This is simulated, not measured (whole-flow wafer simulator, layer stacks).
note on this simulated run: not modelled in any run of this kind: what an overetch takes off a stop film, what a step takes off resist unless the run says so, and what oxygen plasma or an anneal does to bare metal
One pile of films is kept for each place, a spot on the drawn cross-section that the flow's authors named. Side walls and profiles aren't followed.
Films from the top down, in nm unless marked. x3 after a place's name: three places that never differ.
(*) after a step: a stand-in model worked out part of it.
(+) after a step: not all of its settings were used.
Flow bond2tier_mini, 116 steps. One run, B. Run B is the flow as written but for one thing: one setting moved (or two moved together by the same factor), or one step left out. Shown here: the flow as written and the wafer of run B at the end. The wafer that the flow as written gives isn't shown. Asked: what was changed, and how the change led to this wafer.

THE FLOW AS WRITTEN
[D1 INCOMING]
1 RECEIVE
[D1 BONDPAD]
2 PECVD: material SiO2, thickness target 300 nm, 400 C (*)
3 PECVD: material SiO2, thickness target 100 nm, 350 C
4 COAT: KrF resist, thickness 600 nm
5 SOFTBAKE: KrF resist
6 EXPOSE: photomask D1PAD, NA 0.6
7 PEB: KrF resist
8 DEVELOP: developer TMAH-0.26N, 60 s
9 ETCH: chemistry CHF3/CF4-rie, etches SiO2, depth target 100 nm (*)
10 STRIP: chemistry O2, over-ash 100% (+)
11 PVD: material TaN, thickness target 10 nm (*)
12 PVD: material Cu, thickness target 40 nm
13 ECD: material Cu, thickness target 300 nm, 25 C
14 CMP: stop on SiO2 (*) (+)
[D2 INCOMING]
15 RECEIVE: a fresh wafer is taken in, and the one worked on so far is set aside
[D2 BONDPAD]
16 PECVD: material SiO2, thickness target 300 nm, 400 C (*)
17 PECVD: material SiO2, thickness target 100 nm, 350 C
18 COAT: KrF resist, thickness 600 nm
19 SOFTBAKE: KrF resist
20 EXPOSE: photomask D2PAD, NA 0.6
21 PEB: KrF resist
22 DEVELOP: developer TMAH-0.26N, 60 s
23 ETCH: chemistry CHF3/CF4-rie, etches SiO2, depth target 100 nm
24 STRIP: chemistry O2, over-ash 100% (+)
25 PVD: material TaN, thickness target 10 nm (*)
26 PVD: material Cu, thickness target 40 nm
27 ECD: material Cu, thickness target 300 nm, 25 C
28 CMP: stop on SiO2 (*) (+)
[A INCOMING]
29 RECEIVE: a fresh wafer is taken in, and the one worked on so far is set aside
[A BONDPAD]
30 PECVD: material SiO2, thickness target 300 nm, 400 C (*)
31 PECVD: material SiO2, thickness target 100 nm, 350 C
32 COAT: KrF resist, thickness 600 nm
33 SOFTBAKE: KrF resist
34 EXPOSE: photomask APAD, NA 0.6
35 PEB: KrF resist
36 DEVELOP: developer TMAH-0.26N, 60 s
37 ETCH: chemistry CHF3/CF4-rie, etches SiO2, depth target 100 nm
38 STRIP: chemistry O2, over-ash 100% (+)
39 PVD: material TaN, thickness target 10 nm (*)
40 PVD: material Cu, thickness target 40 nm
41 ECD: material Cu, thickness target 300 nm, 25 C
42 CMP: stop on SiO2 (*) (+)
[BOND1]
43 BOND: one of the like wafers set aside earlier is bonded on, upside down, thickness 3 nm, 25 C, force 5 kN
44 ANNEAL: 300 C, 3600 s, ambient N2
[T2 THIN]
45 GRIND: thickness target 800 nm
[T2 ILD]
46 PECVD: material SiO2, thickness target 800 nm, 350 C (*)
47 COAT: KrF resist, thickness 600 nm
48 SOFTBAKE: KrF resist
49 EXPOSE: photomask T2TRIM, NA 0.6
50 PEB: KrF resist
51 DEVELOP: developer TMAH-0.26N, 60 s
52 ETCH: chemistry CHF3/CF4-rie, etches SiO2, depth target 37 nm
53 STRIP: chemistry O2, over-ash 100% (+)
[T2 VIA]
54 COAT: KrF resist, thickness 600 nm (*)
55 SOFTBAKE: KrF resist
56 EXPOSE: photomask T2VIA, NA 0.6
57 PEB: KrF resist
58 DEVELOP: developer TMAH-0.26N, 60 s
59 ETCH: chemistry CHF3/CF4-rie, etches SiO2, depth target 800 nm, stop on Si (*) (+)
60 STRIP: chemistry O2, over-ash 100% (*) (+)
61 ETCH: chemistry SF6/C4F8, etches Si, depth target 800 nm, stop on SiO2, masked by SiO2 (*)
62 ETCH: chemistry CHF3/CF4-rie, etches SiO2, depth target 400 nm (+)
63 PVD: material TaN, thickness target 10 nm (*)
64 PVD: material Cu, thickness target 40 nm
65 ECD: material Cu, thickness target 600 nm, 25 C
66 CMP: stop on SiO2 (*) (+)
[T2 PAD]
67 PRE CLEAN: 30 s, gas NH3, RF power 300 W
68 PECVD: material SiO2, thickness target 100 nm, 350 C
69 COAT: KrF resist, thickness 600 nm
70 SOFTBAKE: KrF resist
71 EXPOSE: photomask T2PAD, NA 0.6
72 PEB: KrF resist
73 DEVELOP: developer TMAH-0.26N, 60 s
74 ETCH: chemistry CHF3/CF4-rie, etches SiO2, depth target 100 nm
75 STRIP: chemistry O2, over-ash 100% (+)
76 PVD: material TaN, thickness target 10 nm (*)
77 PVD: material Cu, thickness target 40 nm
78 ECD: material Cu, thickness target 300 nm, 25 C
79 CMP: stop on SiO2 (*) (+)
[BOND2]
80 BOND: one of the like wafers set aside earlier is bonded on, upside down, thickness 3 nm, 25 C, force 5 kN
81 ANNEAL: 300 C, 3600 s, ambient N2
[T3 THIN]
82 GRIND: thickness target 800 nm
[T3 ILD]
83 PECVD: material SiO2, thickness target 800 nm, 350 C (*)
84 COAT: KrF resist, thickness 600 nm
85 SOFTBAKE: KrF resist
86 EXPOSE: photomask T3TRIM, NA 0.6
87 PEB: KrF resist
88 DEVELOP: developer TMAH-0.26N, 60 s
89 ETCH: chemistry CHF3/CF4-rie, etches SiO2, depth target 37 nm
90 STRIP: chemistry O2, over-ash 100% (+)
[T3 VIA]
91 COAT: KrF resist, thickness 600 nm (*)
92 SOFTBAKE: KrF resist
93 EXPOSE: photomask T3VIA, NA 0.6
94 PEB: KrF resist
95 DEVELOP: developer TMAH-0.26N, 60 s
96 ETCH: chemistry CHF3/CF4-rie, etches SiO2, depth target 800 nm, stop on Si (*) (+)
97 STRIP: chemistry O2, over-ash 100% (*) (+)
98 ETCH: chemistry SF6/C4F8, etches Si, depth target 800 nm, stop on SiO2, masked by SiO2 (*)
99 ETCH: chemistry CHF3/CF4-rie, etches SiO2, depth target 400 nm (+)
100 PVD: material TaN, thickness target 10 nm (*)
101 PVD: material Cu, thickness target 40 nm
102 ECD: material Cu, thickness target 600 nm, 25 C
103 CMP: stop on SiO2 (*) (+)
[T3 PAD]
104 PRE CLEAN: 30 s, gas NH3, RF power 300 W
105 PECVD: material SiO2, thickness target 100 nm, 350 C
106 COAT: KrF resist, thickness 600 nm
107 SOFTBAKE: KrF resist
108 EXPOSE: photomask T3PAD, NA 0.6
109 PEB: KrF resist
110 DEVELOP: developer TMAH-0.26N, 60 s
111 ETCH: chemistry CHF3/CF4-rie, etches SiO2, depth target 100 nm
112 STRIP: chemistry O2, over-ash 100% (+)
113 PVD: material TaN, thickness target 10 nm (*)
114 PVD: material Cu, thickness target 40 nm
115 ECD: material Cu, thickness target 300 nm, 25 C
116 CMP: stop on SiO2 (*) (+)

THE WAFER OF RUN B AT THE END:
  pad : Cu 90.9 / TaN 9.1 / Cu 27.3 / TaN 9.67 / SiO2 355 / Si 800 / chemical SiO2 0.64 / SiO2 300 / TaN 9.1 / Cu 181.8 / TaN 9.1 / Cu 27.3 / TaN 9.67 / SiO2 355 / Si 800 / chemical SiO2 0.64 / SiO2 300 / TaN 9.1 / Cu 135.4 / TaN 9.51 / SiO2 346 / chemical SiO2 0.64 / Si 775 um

The cause: step 37, ETCH: depth target 54 nm was run, where the flow has depth target 100 nm.

How the change led to this, step by step:
  37 ETCH: chemistry CHF3/CF4-rie, etches SiO2, depth target 100 nm
      pad, via: SiO2 -54 (as written it would be: SiO2 -100)
      field: KrF resist -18 (as written it would be: KrF resist -33.3)
  38 STRIP: chemistry O2, over-ash 100% (+)
      field: KrF resist -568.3 (all of it) (as written it would be: KrF resist -552.9 (all of it))
  40 PVD: material Cu, thickness target 40 nm
      pad: Cu +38 (new film) (as written it would be: Cu +36.4 (new film))
  41 ECD: material Cu, thickness target 300 nm, 25 C
      pad: Cu +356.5 (as written it would be: Cu +404.5)
      via: Cu +354 (as written it would be: Cu +400.2)
